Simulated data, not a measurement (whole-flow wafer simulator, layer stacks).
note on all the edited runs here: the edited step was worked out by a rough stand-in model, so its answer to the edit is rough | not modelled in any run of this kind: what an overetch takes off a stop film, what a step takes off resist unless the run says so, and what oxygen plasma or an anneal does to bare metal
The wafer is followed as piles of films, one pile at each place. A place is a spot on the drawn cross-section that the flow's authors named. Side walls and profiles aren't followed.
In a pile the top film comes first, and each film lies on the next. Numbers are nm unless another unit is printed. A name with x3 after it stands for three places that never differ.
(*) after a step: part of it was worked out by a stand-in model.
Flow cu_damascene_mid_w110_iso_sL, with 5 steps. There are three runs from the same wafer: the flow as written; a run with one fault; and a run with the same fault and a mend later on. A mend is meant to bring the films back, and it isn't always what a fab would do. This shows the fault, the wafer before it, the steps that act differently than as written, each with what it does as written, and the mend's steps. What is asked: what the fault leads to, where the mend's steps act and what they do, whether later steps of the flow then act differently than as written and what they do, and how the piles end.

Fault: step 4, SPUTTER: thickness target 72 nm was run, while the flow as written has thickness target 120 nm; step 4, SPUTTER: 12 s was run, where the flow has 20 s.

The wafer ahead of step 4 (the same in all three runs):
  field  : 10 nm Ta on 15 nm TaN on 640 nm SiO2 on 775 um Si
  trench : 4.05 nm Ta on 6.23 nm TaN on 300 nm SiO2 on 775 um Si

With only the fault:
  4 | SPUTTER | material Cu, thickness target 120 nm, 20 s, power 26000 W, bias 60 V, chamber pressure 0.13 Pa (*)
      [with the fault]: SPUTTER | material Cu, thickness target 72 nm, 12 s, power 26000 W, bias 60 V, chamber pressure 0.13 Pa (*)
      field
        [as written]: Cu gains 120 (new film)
        [with the fault]: Cu gains 72 (new film)
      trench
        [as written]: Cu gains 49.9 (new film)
        [with the fault]: Cu gains 30 (new film)
  Later steps of the flow acting differently than as written:
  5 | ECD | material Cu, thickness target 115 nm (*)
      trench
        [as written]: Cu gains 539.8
        [with the fault]: Cu gains 511.8
  The piles end different from the flow's at field, trench by more than 2% or 0.5 nm, whichever is larger.
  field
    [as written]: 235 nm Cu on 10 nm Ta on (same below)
    [with the fault]: 187 nm Cu on 10 nm Ta on (same below)
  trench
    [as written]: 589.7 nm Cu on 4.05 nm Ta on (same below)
    [with the fault]: 541.7 nm Cu on 4.05 nm Ta on (same below)

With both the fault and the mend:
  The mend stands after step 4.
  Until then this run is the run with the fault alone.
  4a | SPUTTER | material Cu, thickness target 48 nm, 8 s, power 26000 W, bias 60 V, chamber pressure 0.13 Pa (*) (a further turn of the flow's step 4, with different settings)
      field
        Cu gains 48
      trench
        Cu gains 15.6
  None of the later steps of the flow differs from how it acts as written, at any place that is followed, by more than 2% or 0.5 nm, whichever is larger.
  At every place that both follow, the piles at the end match the flow's.
